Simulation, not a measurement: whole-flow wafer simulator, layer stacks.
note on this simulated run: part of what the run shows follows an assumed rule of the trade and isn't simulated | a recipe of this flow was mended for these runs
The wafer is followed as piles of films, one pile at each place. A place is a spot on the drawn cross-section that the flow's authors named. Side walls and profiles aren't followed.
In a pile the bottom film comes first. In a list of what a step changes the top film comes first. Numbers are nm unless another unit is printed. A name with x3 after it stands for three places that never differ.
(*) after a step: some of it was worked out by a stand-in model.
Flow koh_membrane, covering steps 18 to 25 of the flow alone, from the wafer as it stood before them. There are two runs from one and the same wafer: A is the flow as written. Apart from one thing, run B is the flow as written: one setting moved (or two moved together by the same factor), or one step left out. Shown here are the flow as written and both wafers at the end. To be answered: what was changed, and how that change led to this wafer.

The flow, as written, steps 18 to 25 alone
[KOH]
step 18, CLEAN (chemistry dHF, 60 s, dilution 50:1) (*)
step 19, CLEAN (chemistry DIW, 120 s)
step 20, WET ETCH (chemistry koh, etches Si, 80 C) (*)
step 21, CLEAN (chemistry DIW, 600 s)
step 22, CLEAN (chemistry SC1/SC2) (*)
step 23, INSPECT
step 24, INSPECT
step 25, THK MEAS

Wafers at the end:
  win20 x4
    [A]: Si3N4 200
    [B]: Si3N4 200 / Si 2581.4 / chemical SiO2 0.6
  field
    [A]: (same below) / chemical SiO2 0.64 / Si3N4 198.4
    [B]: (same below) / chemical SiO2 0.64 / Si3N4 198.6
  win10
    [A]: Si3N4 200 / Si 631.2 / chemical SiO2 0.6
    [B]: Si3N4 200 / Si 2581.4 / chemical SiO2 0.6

Cause: step 20, WET ETCH: 69.3 C was run, though the flow has 80 C.

How this came from the change, step by step:
  step 20, WET ETCH (chemistry koh, etches Si, 80 C) (*)
      win20 x4: A Si loses 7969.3 (all of it) | B Si loses 5387.7
      win10: A Si loses 7337.9 | B Si loses 5387.7
  step 22, CLEAN (chemistry SC1/SC2) (*)
      win20 x4: A nothing | B chemical SiO2 gains 0.6 (new film), Si loses 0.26
